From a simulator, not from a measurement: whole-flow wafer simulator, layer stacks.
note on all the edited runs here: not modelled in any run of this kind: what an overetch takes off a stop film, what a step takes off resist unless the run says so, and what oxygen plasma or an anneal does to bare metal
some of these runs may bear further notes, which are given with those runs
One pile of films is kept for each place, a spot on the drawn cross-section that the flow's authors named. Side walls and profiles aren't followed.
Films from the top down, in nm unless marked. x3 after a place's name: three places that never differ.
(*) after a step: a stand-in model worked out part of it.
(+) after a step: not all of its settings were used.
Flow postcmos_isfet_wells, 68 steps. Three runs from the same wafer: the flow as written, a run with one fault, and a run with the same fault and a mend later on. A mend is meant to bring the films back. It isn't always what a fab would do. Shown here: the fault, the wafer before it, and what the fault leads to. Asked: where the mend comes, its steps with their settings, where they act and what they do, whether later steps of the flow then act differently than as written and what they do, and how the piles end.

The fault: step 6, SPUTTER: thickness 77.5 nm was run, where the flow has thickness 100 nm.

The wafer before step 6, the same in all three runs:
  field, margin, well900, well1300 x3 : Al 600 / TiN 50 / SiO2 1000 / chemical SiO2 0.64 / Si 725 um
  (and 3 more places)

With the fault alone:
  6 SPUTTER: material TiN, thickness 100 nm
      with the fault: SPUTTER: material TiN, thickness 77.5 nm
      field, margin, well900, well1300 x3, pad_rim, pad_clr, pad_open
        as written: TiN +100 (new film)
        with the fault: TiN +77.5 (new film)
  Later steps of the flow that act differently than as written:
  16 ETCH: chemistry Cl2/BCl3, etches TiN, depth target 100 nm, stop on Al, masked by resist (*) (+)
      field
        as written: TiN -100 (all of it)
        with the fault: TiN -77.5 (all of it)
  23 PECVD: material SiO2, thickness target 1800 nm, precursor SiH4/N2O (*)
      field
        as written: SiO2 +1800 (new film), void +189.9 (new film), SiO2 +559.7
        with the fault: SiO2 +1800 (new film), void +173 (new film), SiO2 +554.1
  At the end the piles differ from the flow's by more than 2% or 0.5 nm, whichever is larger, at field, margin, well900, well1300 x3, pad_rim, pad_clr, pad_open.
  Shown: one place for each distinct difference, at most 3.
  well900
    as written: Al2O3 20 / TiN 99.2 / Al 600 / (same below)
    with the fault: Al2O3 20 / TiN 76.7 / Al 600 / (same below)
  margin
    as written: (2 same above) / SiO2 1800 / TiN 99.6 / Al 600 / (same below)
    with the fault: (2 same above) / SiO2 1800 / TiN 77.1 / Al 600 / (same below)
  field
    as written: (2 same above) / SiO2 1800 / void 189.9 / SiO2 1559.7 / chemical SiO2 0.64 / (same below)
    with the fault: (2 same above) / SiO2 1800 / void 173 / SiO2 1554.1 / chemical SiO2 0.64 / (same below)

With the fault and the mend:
  The mend comes after step 6.
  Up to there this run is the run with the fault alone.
  6a SPUTTER: material TiN, thickness 22.5 nm (the flow's step 6 once more, with other settings)
      field, margin, well900, well1300 x3, pad_rim, pad_clr, pad_open
        TiN +22.5
  No later step of the flow acts differently than as written at any place that is followed.
  At the end the piles are the same as the flow's at every place that both follow.
